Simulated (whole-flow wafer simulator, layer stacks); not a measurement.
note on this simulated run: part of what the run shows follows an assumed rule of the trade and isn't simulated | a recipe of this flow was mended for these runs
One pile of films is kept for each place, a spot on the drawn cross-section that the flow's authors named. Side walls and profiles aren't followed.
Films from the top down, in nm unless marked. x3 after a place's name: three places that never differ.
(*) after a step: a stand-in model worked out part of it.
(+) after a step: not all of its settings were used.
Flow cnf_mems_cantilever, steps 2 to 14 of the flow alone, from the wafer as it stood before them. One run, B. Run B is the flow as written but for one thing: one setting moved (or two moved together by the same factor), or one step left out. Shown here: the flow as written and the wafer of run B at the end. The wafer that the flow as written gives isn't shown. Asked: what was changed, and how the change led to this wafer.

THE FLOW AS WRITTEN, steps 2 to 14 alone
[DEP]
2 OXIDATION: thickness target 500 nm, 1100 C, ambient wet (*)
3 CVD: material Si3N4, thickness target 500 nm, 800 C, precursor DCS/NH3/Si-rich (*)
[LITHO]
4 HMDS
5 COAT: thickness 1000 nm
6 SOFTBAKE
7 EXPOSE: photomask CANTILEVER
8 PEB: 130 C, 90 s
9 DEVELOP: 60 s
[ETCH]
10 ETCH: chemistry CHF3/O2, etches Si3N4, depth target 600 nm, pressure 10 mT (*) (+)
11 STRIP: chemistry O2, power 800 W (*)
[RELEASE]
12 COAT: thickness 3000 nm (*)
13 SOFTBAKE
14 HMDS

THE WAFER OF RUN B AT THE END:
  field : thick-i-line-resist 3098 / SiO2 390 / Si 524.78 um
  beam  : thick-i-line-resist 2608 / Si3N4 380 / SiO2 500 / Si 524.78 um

The cause: step 3, CVD: thickness target 380 nm was run, where the flow has thickness target 500 nm.
It can be read off the wafer: beam has Si3N4 380, and step 3 as written asks for 500 nm.

How the change led to this, step by step:
  3 CVD: material Si3N4, thickness target 500 nm, 800 C, precursor DCS/NH3/Si-rich (*)
      field, beam: Si3N4 +380 (new film) (as written it would be: Si3N4 +500 (new film))
  10 ETCH: chemistry CHF3/O2, etches Si3N4, depth target 600 nm, pressure 10 mT (*) (+)
      field: Si3N4 -380 (all of it), SiO2 -110 (as written it would be: Si3N4 -500 (all of it), SiO2 -50)
  13 SOFTBAKE
      field: thick-i-line-resist +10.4 (as written it would be: thick-i-line-resist +11.9)
      beam: thick-i-line-resist -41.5 (as written it would be: thick-i-line-resist -47.6)
